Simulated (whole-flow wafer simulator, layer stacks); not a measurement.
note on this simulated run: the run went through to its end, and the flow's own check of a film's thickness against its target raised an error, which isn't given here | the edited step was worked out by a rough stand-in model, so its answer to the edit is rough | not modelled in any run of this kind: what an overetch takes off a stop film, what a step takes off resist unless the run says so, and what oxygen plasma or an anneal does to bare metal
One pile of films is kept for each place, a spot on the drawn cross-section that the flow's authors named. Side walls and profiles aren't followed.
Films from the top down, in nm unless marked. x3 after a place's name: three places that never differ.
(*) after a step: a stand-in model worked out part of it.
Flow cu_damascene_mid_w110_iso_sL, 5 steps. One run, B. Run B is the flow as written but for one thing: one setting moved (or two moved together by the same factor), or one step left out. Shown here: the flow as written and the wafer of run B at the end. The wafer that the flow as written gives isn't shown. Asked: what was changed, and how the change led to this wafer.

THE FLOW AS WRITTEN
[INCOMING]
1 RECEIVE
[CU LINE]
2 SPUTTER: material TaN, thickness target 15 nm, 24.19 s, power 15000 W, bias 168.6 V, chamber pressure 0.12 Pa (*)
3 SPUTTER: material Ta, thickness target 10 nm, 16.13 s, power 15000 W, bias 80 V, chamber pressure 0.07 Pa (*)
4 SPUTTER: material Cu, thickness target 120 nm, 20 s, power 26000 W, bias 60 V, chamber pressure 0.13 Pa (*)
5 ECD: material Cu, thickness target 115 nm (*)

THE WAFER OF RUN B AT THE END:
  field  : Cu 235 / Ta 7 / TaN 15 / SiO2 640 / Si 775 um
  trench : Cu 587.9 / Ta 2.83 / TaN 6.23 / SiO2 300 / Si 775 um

The cause: step 3, SPUTTER: thickness target 7 nm was run, where the flow has thickness target 10 nm; step 3, SPUTTER: 11.29 s was run, where the flow has 16.13 s.
It can be read off the wafer: field has Ta 7, and step 3 as written asks for 10 nm.

How the change led to this, step by step:
  3 SPUTTER: material Ta, thickness target 10 nm, 16.13 s, power 15000 W, bias 80 V, chamber pressure 0.07 Pa (*)
      field: Ta +7 (new film) (as written it would be: Ta +10 (new film))
      trench: Ta +2.83 (new film) (as written it would be: Ta +4.05 (new film))
